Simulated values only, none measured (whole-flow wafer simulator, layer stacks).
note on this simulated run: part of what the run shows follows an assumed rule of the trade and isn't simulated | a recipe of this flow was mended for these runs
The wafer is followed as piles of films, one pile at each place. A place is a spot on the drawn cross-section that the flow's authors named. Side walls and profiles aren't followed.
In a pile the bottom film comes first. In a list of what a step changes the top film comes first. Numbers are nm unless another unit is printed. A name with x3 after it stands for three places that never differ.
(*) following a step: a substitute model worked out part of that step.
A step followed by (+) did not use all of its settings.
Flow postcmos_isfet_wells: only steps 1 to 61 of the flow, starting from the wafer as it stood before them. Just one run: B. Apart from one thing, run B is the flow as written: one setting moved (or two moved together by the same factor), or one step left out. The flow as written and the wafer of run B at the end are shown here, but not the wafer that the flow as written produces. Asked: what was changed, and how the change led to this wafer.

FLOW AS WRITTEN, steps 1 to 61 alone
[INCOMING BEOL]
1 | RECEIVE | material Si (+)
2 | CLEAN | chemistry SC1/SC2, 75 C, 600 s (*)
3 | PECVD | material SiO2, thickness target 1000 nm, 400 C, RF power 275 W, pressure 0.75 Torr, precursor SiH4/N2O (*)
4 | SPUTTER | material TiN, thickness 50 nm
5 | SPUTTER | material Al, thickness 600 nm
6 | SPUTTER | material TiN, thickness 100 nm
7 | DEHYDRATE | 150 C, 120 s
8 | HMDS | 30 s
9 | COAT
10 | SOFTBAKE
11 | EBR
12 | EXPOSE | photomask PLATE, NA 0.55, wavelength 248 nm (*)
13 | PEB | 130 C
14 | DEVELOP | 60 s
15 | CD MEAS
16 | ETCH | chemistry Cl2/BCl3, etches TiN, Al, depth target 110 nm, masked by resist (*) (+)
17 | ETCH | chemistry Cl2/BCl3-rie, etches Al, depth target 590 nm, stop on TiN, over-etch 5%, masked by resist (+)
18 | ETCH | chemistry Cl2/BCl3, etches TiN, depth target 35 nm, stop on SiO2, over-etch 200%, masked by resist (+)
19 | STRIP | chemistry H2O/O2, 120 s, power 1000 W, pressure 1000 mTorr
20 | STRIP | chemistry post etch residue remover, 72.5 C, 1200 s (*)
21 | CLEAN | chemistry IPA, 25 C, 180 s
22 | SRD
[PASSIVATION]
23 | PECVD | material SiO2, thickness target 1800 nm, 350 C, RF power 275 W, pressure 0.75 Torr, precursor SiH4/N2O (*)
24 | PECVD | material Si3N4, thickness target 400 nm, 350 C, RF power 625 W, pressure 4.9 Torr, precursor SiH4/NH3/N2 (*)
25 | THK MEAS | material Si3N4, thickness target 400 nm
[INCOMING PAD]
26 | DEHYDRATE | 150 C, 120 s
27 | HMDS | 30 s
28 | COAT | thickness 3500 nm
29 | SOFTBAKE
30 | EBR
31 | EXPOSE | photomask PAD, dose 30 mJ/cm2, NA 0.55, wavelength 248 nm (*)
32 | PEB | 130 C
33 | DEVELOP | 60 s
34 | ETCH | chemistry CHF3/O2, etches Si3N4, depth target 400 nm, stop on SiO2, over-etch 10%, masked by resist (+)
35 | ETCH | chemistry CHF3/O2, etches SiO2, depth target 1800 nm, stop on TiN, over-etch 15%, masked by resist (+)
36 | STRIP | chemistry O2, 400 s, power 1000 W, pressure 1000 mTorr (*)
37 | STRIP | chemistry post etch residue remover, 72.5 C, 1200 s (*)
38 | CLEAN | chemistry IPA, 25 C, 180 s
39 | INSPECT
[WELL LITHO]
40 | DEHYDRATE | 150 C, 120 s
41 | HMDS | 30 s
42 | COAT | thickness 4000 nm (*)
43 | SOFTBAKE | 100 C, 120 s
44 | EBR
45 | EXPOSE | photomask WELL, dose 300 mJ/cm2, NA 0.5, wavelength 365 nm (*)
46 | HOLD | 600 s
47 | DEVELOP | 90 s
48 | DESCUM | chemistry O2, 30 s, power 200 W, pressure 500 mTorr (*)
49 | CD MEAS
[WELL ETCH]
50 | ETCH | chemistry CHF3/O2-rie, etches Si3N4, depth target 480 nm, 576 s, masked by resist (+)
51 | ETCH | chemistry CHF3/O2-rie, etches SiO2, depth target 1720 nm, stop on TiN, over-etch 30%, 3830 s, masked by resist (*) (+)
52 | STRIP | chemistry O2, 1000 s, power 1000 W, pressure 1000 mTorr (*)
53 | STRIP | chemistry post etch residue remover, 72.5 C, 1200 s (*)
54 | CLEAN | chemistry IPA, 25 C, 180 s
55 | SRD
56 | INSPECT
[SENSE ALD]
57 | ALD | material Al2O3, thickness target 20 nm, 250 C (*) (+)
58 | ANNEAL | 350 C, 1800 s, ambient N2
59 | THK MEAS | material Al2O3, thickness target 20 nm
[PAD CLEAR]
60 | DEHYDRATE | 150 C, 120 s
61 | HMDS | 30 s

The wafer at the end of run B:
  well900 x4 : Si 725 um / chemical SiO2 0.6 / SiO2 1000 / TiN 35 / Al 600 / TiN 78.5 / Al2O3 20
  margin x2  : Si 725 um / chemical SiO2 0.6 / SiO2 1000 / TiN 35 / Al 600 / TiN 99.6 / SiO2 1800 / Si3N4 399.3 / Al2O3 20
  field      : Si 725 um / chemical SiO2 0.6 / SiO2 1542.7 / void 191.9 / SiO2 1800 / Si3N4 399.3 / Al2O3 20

What caused this: step 4, SPUTTER: thickness 35 nm was run, while the flow as written has thickness 50 nm.
One can read it off the wafer: well900 x4 has TiN 35, and step 4 as written asks for 50 nm.

The path from the change to this, step by step:
  4 | SPUTTER | material TiN, thickness 50 nm
      field, margin x2, well900 x4, pad_clr, pad_open: +35 TiN (new film) (in the flow as written it would be: +50 TiN (new film))
  18 | ETCH | chemistry Cl2/BCl3, etches TiN, depth target 35 nm, stop on SiO2, over-etch 200%, masked by resist (+)
      margin x2, well900 x4, pad_clr, pad_open: -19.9 thick-KrF-resist (in the flow as written it would be: -37.9 thick-KrF-resist)
      field: -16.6 TiN (all of it), -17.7 SiO2 (in the flow as written it would be: -31.6 TiN (all of it), -14.7 SiO2)
  19 | STRIP | chemistry H2O/O2, 120 s, power 1000 W, pressure 1000 mTorr
      margin x2, well900 x4, pad_clr, pad_open: -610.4 thick-KrF-resist (all of it) (in the flow as written it would be: -592.4 thick-KrF-resist (all of it))
  23 | PECVD | material SiO2, thickness target 1800 nm, 350 C, RF power 275 W, pressure 0.75 Torr, precursor SiH4/N2O (*)
      field: +1800 SiO2 (new film), +191.9 void (new film), +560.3 SiO2 (in the flow as written it would be: +1800 SiO2 (new film), +201.1 void (new film), +563.2 SiO2)
